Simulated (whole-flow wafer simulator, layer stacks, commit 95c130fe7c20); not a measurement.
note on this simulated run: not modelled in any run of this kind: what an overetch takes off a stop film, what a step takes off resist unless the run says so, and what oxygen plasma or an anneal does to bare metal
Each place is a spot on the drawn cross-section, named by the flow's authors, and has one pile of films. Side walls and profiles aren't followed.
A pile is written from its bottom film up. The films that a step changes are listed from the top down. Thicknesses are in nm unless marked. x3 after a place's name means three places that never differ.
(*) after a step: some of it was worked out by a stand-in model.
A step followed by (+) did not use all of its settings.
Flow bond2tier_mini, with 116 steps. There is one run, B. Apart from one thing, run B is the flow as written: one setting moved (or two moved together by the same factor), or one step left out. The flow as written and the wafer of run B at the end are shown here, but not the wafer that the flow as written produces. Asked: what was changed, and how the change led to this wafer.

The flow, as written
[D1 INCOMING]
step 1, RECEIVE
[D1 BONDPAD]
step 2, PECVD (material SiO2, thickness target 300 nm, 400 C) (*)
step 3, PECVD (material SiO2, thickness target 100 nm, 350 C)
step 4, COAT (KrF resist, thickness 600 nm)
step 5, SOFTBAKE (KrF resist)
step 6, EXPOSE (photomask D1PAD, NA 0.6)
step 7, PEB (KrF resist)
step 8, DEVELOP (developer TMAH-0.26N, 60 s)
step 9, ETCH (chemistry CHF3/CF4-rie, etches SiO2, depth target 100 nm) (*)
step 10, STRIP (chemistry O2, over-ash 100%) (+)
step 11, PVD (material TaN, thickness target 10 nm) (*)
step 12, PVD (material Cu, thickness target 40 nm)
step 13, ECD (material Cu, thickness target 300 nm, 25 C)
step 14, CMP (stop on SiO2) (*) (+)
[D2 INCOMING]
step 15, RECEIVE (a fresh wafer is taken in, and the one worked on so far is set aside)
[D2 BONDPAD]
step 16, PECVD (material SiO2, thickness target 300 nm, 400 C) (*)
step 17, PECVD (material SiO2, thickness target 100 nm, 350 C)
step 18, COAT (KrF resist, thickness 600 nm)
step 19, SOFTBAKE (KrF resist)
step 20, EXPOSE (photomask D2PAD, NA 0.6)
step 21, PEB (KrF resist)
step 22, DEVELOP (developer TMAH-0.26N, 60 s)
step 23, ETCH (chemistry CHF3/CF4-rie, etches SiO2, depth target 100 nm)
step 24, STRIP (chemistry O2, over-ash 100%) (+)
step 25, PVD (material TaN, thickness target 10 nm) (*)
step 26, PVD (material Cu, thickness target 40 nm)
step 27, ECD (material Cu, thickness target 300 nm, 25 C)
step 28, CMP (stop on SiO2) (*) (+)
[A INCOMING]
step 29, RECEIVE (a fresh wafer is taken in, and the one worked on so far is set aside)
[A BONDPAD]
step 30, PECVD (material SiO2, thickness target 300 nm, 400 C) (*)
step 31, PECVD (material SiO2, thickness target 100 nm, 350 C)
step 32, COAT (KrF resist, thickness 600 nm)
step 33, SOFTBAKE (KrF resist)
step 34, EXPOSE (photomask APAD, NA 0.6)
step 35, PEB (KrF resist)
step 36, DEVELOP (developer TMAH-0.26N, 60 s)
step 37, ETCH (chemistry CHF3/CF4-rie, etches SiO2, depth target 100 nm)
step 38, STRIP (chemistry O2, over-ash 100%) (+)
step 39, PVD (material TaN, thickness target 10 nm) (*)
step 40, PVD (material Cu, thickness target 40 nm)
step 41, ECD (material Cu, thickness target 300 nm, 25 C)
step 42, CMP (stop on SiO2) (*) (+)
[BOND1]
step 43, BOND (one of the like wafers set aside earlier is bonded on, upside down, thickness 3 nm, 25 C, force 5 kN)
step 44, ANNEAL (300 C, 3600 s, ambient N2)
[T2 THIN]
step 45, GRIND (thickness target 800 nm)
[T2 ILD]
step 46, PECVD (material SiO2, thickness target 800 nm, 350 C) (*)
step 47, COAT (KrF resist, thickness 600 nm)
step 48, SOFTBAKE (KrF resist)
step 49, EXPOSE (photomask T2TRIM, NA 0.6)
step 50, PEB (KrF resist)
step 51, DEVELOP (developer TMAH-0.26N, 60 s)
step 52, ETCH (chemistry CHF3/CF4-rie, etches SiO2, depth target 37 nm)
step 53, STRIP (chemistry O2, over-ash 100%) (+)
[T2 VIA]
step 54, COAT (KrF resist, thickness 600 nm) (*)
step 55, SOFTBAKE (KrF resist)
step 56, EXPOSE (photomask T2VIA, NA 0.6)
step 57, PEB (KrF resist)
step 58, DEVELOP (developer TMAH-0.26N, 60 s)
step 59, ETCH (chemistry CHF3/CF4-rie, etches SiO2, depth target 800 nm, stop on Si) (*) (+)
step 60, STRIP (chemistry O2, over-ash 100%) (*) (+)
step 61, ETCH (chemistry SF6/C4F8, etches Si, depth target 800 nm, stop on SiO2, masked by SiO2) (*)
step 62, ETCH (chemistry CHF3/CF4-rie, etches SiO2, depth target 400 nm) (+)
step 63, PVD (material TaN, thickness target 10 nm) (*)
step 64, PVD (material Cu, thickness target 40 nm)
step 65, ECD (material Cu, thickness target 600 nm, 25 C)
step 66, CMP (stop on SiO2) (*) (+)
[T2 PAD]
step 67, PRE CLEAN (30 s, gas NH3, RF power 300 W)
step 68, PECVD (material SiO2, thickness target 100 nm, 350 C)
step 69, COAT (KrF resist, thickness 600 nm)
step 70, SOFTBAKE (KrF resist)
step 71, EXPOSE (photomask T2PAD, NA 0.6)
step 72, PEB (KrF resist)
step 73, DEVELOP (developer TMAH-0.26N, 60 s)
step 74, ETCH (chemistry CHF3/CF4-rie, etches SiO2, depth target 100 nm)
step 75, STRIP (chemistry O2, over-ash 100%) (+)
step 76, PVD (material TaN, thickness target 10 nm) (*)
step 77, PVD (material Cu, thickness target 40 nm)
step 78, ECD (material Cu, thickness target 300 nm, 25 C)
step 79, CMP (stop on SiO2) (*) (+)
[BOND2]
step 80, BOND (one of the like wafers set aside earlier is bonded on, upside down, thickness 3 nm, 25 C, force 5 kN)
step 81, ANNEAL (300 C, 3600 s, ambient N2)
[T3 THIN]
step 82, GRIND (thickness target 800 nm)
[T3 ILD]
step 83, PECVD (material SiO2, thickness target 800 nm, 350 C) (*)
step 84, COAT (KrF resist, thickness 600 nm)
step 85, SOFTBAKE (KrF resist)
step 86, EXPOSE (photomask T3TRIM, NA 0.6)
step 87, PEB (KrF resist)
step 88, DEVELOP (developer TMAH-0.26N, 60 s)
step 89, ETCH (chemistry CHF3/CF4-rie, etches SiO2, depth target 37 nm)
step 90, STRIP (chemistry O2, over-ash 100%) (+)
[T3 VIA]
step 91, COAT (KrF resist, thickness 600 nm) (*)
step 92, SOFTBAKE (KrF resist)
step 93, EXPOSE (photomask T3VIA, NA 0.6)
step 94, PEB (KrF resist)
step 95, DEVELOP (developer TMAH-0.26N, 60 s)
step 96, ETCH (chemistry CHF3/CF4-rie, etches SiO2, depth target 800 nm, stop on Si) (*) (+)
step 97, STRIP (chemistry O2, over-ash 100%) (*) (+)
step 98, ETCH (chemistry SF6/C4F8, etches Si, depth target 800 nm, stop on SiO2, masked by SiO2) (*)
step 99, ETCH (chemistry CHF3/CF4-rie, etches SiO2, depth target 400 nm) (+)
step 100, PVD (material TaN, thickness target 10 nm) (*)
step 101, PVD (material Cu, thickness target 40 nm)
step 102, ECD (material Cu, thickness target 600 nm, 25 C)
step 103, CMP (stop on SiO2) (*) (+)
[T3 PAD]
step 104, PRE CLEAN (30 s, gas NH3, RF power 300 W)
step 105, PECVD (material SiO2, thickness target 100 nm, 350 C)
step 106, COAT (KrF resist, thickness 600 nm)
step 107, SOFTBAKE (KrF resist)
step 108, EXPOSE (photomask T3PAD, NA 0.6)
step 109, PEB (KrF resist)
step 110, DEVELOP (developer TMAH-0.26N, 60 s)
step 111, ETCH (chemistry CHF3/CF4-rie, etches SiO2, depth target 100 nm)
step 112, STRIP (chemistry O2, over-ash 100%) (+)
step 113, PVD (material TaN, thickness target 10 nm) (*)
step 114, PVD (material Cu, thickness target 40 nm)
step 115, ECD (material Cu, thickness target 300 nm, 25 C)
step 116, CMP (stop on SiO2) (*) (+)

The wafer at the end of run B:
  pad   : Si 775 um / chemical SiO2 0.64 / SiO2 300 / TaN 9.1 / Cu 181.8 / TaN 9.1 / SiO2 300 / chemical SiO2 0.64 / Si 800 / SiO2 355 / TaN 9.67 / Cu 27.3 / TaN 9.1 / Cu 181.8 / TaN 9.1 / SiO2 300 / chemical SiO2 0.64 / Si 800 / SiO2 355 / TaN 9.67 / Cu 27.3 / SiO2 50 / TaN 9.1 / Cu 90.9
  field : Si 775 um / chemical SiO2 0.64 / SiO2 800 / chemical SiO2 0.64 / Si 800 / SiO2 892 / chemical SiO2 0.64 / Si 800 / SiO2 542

The reason: step 105, PECVD: thickness target 150 nm was run, though the flow has thickness target 100 nm.

How this came from the change, step by step:
  step 105, PECVD (material SiO2, thickness target 100 nm, 350 C)
      field: SiO2 gains 150 (as written it would have been: SiO2 gains 100)
      pad: SiO2 gains 150 (new film) (as written it would have been: SiO2 gains 100 (new film))
  step 111, ETCH (chemistry CHF3/CF4-rie, etches SiO2, depth target 100 nm)
      pad: SiO2 loses 100 (as written it would have been: SiO2 loses 100 (all of it))
If metal films that touch count as one body, pad has 4 bodies (between them, from the top down: SiO2 50; SiO2 355 / Si 800 / chemical SiO2 0.64 / SiO2 300; SiO2 355 / Si 800 / chemical SiO2 0.64 / SiO2 300); the flow as written gives 3 bodies (between them, from the top down: SiO2 355 / Si 800 / chemical SiO2 0.64 / SiO2 300; SiO2 355 / Si 800 / chemical SiO2 0.64 / SiO2 300).
